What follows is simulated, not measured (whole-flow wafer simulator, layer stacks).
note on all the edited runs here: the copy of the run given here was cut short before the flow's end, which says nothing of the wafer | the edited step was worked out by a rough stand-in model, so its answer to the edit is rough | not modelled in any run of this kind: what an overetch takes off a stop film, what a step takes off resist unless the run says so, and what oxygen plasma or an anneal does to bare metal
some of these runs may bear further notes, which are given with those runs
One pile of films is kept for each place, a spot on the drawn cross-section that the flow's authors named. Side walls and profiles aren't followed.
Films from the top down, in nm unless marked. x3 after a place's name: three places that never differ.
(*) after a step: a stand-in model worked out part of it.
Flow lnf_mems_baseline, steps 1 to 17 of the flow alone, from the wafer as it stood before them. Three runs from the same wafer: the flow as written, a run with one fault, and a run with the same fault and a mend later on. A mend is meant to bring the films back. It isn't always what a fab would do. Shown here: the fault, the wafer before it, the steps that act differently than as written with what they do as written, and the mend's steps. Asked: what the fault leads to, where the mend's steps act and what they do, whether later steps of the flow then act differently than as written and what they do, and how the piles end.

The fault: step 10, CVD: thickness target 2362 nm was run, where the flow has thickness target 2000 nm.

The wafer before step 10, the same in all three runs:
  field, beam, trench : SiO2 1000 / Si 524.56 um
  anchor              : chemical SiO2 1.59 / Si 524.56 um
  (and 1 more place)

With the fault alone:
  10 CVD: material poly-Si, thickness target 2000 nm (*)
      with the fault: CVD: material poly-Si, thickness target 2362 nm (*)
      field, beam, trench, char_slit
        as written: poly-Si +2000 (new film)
        with the fault: poly-Si +2362 (new film)
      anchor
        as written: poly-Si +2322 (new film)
        with the fault: poly-Si +2823.7 (new film)
  Later steps of the flow that act differently than as written (1 more step differs only slightly, by at most 2% or 0.5 nm, whichever is larger, and isn't shown):
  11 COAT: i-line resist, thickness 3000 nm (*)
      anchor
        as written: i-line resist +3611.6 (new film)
        with the fault: i-line resist +3479.1 (new film)
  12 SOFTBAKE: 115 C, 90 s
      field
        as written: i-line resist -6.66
        with the fault: i-line resist -6
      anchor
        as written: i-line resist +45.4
        with the fault: i-line resist +40.3
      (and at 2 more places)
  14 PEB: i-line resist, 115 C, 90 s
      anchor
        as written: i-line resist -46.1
        with the fault: i-line resist -43.7
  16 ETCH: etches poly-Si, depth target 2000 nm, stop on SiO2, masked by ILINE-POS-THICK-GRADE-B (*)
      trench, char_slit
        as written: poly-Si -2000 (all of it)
        with the fault: poly-Si -2000
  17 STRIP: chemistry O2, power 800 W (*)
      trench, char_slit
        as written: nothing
        with the fault: chemical SiO2 +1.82 (new film), poly-Si -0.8
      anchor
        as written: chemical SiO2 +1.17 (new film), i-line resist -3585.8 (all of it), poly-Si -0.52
        with the fault: chemical SiO2 +1.16 (new film), i-line resist -3450.6 (all of it), poly-Si -0.51
  At the end the piles differ from the flow's by more than 2% or 0.5 nm, whichever is larger, at field, anchor, beam, trench, char_slit.
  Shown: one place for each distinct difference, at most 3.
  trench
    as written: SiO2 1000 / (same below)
    with the fault: chemical SiO2 1.82 / poly-Si 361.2 / SiO2 1000 / (same below)
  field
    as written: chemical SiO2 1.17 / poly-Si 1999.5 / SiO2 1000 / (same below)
    with the fault: chemical SiO2 1.16 / poly-Si 2361.5 / SiO2 1000 / (same below)
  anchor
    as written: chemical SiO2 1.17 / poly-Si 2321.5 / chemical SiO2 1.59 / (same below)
    with the fault: chemical SiO2 1.16 / poly-Si 2823.2 / chemical SiO2 1.59 / (same below)

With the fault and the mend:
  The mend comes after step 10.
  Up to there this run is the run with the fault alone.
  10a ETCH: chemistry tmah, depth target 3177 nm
      field, beam, trench, char_slit
        poly-Si -2362 (all of it)
      anchor
        poly-Si -2823.7 (all of it)
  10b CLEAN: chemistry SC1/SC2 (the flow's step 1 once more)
      changes no film at any place that is followed
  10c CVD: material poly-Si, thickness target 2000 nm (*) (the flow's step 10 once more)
      field, beam, trench, char_slit
        poly-Si +2000 (new film)
      anchor
        poly-Si +2322 (new film)
  No later step of the flow acts differently than as written at any place that is followed.
  At the end the piles are the same as the flow's at every place that both follow.
